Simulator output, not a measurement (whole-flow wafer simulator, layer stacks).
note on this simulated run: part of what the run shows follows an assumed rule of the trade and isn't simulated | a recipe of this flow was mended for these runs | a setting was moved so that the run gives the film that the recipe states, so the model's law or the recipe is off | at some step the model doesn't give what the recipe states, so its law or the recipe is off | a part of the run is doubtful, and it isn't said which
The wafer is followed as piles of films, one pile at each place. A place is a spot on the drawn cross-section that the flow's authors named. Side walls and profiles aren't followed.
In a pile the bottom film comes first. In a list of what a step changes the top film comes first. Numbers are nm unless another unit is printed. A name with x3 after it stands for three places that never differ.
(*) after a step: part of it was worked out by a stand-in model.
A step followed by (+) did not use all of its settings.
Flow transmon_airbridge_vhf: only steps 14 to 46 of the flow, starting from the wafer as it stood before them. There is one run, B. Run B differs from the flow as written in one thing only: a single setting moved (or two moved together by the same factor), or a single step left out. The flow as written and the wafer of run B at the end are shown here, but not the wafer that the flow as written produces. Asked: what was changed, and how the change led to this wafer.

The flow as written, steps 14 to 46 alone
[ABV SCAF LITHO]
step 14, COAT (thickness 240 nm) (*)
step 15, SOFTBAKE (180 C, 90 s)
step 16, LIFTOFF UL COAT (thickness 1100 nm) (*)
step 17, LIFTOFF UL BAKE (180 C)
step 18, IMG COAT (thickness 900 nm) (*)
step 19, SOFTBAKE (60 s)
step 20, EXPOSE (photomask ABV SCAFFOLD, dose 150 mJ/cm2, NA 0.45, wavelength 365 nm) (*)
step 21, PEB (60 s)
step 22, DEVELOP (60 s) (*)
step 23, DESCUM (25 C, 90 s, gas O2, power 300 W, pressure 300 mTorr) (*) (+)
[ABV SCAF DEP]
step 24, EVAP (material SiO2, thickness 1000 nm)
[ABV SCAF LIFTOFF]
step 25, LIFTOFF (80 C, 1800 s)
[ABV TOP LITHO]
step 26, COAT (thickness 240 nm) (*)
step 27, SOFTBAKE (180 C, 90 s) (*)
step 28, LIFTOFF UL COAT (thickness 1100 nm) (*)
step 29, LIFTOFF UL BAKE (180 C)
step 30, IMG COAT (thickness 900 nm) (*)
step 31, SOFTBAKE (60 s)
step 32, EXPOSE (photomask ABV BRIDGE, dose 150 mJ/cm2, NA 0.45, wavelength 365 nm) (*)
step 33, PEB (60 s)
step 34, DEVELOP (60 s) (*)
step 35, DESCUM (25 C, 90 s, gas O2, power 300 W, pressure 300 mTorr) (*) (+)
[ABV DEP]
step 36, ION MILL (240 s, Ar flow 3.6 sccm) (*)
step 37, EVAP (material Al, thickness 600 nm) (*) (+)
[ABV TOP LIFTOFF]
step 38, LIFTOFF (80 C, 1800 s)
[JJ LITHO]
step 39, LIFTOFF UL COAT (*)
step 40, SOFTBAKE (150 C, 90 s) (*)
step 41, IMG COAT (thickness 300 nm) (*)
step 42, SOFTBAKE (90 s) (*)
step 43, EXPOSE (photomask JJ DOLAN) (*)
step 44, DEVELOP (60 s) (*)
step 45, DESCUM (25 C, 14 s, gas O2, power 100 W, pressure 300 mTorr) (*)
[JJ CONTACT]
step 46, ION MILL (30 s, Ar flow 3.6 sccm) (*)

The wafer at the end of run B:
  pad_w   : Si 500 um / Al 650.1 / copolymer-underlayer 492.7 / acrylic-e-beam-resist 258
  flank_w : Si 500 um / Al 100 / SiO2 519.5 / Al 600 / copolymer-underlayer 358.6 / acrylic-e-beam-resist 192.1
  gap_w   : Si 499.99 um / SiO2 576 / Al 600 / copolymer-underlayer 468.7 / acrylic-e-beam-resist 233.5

Cause: step 24, EVAP: thickness 600 nm was run, while the flow as written has thickness 1000 nm.

The path from the change to this, step by step:
  step 24, EVAP (material SiO2, thickness 1000 nm)
      field x3, jj_line, ground_far and 10 more: SiO2 gains 600 (new film) (as written it would have been: SiO2 gains 1000 (new film))
      flank_w, flank_e: SiO2 gains 543.5 (new film) (as written it would have been: SiO2 gains 905.8 (new film))
  step 25, LIFTOFF (80 C, 1800 s)
      field x3, jj_line, trace_open_s x2: SiO2 loses 600 (all of it), i-line-resist loses 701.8 (all of it), lift-off-underlayer loses 1100 (all of it), acrylic-e-beam-resist loses 240 (all of it) (as written it would have been: SiO2 loses 1000 (all of it), i-line-resist loses 701.8 (all of it), lift-off-underlayer loses 1100 (all of it), acrylic-e-beam-resist loses 240 (all of it))
      pad_w, pad_e: SiO2 loses 600 (all of it), i-line-resist loses 696.3 (all of it), lift-off-underlayer loses 1089.9 (all of it), acrylic-e-beam-resist loses 239.3 (all of it) (as written it would have been: SiO2 loses 1000 (all of it), i-line-resist loses 696.3 (all of it), lift-off-underlayer loses 1089.9 (all of it), acrylic-e-beam-resist loses 239.3 (all of it))
      (as well as at 1 more place)
  step 26, COAT (thickness 240 nm) (*)
      flank_w, flank_e: acrylic-e-beam-resist gains 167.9 (new film) (as written it would have been: acrylic-e-beam-resist gains 155.2 (new film))
      gap_w, gap_e: acrylic-e-beam-resist gains 228.4 (new film) (as written it would have been: acrylic-e-beam-resist gains 211.2 (new film))
      (as well as at 6 more places)
  step 28, LIFTOFF UL COAT (thickness 1100 nm) (*)
      gap_w, gap_e: lift-off-underlayer gains 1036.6 (new film) (as written it would have been: lift-off-underlayer gains 979.6 (new film))
      margin_s, margin_n: lift-off-underlayer gains 923.7 (new film) (as written it would have been: lift-off-underlayer gains 823.4 (new film))
      (as well as at 6 more places)
  step 30, IMG COAT (thickness 900 nm) (*)
      gap_w, gap_e: i-line-resist gains 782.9 (new film) (as written it would have been: i-line-resist gains 685.3 (new film))
      margin_s, margin_n: i-line-resist gains 728.9 (new film) (as written it would have been: i-line-resist gains 603.2 (new film))
      (as well as at 7 more places)
  step 33, PEB (60 s)
      flank_w, flank_e: i-line-resist loses 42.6 (as written it would have been: i-line-resist loses 38.8)
      gap_w, gap_e: i-line-resist loses 40.2 (as written it would have been: i-line-resist loses 35)
      (as well as at 7 more places)
  step 34, DEVELOP (60 s) (*)
      gap_w, gap_e: i-line-resist loses 742.7 (all of it), lift-off-underlayer loses 1036.6 (all of it) (as written it would have been: i-line-resist loses 650.2 (all of it), lift-off-underlayer loses 979.6 (all of it))
      pad_w: i-line-resist loses 902 (all of it), lift-off-underlayer loses 1183.2 (all of it) (as written it would have been: i-line-resist loses 937.3 (all of it), lift-off-underlayer loses 1246.2 (all of it))
      (as well as at 5 more places)
  step 35, DESCUM (25 C, 90 s, gas O2, power 300 W, pressure 300 mTorr) (*) (+)
      field x3, jj_line, ground_far, trace_open_s x2, margin_s, margin_n: i-line-resist loses 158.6 (as written it would have been: i-line-resist loses 167.2)
      flank_w, flank_e: acrylic-e-beam-resist loses 167.9 (all of it) (as written it would have been: acrylic-e-beam-resist loses 155.2 (all of it))
      (as well as at 6 more places)
  step 38, LIFTOFF (80 C, 1800 s)
      margin_s, margin_n: Al loses 600 (all of it), i-line-resist loses 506 (all of it), lift-off-underlayer loses 923.7 (all of it), acrylic-e-beam-resist loses 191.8 (all of it) (as written it would have been: Al loses 600 (all of it), i-line-resist loses 378.2 (all of it), lift-off-underlayer loses 823.4 (all of it), acrylic-e-beam-resist loses 168.6 (all of it))
      ground_far: Al loses 600 (all of it), i-line-resist loses 735.4 (all of it), lift-off-underlayer loses 1123.2 (all of it), acrylic-e-beam-resist loses 246.8 (all of it) (as written it would have been: Al loses 600 (all of it), i-line-resist loses 776.6 (all of it), lift-off-underlayer loses 1134.8 (all of it), acrylic-e-beam-resist loses 250.1 (all of it))
  step 39, LIFTOFF UL COAT (*)
      pad_w, pad_e: copolymer-underlayer gains 492.7 (new film) (as written it would have been: copolymer-underlayer gains 513.6 (new film))
      flank_w, flank_e: copolymer-underlayer gains 358.6 (new film) (as written it would have been: copolymer-underlayer gains 308 (new film))
      (as well as at 6 more places)
  step 41, IMG COAT (thickness 300 nm) (*)
      pad_w, pad_e: acrylic-e-beam-resist gains 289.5 (new film) (as written it would have been: acrylic-e-beam-resist gains 300.2 (new film))
      flank_w, flank_e: acrylic-e-beam-resist gains 223.6 (new film) (as written it would have been: acrylic-e-beam-resist gains 217.1 (new film))
      (as well as at 6 more places)
